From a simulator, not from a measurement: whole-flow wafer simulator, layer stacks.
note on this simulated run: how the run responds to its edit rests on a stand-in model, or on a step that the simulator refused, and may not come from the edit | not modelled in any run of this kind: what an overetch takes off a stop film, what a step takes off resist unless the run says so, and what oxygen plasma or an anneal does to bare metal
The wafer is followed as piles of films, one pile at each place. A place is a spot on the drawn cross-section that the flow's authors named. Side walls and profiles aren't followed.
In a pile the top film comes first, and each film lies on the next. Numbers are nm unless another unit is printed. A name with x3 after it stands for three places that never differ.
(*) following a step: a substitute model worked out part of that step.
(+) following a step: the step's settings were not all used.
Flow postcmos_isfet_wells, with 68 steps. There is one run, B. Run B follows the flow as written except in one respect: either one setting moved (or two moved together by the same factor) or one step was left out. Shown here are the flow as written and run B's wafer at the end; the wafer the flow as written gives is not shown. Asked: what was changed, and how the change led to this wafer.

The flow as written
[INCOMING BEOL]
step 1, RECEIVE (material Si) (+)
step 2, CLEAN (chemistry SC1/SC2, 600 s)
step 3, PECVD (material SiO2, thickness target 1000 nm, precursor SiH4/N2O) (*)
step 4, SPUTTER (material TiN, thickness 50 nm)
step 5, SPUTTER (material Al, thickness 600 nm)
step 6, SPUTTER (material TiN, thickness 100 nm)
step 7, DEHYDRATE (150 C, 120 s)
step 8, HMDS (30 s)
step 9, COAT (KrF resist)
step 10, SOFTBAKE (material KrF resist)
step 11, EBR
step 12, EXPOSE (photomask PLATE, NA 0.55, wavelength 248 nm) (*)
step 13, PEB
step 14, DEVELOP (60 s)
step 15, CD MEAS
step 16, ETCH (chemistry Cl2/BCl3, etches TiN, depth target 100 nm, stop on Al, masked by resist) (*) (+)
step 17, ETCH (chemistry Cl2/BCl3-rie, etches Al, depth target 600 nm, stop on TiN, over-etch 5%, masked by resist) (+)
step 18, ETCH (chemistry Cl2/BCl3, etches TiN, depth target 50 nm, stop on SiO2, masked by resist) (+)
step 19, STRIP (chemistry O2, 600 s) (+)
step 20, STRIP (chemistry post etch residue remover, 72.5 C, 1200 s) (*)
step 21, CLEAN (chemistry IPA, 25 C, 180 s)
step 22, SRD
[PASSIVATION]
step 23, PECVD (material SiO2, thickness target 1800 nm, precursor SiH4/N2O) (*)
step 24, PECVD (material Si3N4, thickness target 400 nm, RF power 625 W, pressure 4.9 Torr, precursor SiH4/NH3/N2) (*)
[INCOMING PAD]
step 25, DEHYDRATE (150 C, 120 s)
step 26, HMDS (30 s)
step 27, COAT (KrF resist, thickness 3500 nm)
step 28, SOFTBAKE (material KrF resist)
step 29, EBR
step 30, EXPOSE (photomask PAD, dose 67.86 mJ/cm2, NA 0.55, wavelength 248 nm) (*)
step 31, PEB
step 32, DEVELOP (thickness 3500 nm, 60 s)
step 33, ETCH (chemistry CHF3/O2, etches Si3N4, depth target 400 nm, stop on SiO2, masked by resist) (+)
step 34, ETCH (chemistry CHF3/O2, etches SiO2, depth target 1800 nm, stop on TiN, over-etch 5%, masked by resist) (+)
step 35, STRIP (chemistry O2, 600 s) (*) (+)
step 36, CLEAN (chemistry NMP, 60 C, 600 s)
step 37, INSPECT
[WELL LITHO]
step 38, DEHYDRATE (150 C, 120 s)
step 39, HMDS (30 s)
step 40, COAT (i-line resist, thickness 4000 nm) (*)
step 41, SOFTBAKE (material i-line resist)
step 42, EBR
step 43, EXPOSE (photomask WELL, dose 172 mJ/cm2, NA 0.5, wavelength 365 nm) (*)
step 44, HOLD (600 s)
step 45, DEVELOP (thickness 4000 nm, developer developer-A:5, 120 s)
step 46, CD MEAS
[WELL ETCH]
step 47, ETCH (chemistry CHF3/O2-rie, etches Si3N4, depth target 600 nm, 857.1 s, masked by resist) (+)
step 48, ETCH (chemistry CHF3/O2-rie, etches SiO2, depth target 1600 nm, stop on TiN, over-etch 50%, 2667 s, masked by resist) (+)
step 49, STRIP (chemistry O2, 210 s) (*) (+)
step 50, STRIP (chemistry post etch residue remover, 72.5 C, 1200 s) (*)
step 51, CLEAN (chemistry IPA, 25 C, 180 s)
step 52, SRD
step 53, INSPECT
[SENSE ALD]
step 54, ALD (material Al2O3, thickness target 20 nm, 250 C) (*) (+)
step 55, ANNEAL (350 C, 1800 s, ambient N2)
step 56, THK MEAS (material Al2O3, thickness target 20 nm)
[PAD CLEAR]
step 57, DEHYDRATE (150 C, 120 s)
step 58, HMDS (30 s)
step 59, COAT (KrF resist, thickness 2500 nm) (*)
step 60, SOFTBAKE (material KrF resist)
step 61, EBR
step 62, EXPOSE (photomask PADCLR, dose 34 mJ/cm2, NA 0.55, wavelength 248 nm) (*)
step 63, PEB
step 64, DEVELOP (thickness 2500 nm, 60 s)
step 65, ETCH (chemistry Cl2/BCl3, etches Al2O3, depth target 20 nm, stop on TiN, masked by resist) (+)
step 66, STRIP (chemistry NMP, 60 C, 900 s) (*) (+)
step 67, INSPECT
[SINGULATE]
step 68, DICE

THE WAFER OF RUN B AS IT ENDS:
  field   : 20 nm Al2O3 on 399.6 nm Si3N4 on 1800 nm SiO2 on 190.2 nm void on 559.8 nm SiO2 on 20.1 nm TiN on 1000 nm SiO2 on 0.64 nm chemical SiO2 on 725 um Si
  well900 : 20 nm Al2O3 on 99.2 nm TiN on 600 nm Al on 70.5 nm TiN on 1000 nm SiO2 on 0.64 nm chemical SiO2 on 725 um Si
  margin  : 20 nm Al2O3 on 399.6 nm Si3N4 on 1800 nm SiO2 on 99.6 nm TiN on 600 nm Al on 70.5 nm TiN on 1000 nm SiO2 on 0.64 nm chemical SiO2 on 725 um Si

The reason: step 4, SPUTTER: thickness 70.5 nm was run, though the flow has thickness 50 nm.
The wafer lets one read it off: well900 has TiN 70.5, and step 4 as written asks for 50 nm.

The path from the change to this, step by step:
  step 4, SPUTTER (material TiN, thickness 50 nm)
      field, margin, well900, well1300 x3, pad_rim, pad_clr, pad_open: +70.5 TiN (new film) (in the flow as written it would be: +50 TiN (new film))
  step 18, ETCH (chemistry Cl2/BCl3, etches TiN, depth target 50 nm, stop on SiO2, masked by resist) (+)
      field: -50 TiN (in the flow as written it would be: -50 TiN (all of it))
  step 23, PECVD (material SiO2, thickness target 1800 nm, precursor SiH4/N2O) (*)
      field: +1800 SiO2 (new film), +190.2 void (new film), +559.8 SiO2 (new film) (in the flow as written it would be: +1800 SiO2 (new film), +189.9 void (new film), +559.7 SiO2)
Taking metal films that touch as one body, field has 1 body; the flow as written gives 0 bodies.
